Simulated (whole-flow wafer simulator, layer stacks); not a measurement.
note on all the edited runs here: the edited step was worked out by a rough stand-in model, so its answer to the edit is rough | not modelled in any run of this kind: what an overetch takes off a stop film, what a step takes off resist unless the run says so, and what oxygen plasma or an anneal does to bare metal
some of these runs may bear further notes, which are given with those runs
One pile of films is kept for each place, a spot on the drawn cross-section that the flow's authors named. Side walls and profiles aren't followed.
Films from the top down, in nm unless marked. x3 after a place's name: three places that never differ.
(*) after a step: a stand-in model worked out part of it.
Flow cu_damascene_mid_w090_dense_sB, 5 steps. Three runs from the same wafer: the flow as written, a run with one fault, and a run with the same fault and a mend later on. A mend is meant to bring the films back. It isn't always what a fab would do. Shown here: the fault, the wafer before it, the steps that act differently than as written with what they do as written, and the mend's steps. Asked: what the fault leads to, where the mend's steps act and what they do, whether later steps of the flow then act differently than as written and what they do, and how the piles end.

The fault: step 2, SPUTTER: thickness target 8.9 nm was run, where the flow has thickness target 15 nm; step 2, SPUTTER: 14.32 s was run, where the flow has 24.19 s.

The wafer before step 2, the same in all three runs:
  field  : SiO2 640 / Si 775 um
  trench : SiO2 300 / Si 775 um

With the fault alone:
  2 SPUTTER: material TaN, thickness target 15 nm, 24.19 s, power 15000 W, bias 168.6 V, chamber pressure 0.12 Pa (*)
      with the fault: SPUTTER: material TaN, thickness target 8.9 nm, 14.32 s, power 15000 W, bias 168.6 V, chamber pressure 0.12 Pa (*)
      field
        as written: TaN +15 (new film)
        with the fault: TaN +8.9 (new film)
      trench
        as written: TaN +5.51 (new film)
        with the fault: TaN +3.27 (new film)
  Later steps of the flow that act differently than as written (2 more steps differ only slightly, by at most 2% or 0.5 nm, whichever is larger, and aren't shown):
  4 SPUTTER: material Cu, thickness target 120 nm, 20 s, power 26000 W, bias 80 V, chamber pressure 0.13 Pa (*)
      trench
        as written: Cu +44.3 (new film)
        with the fault: Cu +45.3 (new film)
  At the end the piles differ from the flow's by more than 2% or 0.5 nm, whichever is larger, at field, trench.
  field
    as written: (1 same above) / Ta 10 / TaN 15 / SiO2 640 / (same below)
    with the fault: (1 same above) / Ta 10 / TaN 8.9 / SiO2 640 / (same below)
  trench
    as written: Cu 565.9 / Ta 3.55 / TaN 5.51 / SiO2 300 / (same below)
    with the fault: Cu 562 / Ta 3.64 / TaN 3.27 / SiO2 300 / (same below)

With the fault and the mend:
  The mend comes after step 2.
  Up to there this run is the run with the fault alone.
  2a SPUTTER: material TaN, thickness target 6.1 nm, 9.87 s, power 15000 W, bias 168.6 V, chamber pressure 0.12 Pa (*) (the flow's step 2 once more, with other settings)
      field
        TaN +6.1
      trench
        TaN +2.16
  No later step of the flow acts differently than as written, at any place that is followed, by more than 2% or 0.5 nm, whichever is larger.
  At the end the piles differ from the flow's only slightly at the places that both follow, by at most 2% or 0.5 nm, whichever is larger.
